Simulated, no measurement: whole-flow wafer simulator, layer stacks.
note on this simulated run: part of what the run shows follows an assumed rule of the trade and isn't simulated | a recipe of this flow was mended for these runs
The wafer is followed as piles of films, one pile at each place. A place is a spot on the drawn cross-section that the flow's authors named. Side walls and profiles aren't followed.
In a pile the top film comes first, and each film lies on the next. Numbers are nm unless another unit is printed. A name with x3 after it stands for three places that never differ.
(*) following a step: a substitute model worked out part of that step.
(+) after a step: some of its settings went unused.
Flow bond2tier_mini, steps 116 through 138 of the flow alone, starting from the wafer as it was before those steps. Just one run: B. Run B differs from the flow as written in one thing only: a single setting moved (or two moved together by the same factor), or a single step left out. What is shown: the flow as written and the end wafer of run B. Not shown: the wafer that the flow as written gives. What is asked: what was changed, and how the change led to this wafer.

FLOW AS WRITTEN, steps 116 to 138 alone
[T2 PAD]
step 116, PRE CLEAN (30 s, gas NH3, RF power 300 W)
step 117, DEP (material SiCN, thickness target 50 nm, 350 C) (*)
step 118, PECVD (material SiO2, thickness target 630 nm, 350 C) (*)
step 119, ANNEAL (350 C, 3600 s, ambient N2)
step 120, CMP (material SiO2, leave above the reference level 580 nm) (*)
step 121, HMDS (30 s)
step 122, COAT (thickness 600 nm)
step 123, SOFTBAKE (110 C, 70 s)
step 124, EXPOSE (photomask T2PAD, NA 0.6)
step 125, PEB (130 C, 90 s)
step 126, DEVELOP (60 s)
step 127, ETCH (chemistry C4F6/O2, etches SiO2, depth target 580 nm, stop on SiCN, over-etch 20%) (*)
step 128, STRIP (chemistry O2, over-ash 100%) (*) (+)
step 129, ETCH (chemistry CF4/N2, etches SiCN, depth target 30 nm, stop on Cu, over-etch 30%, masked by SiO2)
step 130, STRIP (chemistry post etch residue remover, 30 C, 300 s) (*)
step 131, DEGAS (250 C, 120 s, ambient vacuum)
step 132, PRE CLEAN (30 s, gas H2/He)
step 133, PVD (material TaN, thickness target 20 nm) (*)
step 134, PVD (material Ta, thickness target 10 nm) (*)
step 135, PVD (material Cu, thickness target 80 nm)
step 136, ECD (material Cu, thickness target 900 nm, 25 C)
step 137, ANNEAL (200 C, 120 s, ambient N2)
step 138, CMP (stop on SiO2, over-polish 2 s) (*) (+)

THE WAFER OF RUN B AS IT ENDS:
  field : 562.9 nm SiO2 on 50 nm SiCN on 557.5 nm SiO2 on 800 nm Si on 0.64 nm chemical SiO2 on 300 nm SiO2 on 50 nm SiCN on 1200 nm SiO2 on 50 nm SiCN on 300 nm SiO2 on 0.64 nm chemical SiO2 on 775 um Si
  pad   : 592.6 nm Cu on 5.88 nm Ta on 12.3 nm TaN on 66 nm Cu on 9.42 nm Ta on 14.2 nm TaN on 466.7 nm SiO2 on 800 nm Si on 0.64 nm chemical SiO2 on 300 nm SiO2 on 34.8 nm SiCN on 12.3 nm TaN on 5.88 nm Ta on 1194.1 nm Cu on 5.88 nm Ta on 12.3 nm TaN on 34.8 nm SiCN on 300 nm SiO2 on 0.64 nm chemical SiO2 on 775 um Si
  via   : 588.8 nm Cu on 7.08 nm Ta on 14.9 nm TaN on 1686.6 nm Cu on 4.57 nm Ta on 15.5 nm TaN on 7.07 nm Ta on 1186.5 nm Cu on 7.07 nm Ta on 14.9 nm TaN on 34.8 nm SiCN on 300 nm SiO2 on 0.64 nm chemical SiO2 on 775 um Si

What caused this: step 127, ETCH: depth target 788.8 nm was run, though the flow has depth target 580 nm.

The path from the change to this, step by step:
  step 127, ETCH (chemistry C4F6/O2, etches SiO2, depth target 580 nm, stop on SiCN, over-etch 20%) (*)
      pad, via: -580 SiO2 (all of it), -50 SiCN (all of it), -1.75 Cu (it would be, as written: -580 SiO2 (all of it), -19.6 SiCN)
      field: -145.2 thick-KrF-resist (it would be, as written: -116 thick-KrF-resist)
  step 128, STRIP (chemistry O2, over-ash 100%) (*) (+)
      field: -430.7 thick-KrF-resist (all of it) (it would be, as written: -459.9 thick-KrF-resist (all of it))
  step 129, ETCH (chemistry CF4/N2, etches SiCN, depth target 30 nm, stop on Cu, over-etch 30%, masked by SiO2)
      pad, via: -0.6 Cu (it would be, as written: -30.4 SiCN (all of it), -0.17 Cu)
      field: -20 SiO2 (it would be, as written: -26 SiO2)
